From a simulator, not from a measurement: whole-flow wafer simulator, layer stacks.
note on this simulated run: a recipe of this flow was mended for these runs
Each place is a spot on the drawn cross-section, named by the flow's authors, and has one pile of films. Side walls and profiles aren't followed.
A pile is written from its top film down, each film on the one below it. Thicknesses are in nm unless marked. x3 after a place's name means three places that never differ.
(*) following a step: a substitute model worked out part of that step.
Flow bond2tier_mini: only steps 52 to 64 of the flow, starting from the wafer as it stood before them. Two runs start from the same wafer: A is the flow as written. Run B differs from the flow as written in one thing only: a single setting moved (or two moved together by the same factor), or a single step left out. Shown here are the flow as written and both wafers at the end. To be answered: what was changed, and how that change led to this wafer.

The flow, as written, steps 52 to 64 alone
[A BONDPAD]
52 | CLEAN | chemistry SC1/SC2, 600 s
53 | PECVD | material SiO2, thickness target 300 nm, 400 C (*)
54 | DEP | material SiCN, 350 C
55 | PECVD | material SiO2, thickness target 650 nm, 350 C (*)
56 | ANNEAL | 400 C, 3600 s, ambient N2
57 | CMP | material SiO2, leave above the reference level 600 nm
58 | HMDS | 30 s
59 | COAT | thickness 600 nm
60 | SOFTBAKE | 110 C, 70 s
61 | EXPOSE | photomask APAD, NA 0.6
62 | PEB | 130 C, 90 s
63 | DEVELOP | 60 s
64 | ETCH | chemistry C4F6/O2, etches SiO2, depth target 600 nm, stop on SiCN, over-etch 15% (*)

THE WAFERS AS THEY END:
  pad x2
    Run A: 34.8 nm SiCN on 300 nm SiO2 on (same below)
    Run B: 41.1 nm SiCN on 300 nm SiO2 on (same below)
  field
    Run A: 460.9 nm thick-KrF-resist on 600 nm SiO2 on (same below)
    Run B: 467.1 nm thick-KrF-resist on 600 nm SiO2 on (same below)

Cause: step 64, ETCH: over-etch 8.81% was run, though the flow has over-etch 15%.

The path from the change to this, step by step:
  64 | ETCH | chemistry C4F6/O2, etches SiO2, depth target 600 nm, stop on SiCN, over-etch 15% (*)
      pad x2: A SiO2 loses 600 (all of it), SiCN loses 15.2 | B SiO2 loses 600 (all of it), SiCN loses 8.91
      field: A thick-KrF-resist loses 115 | B thick-KrF-resist loses 108.8
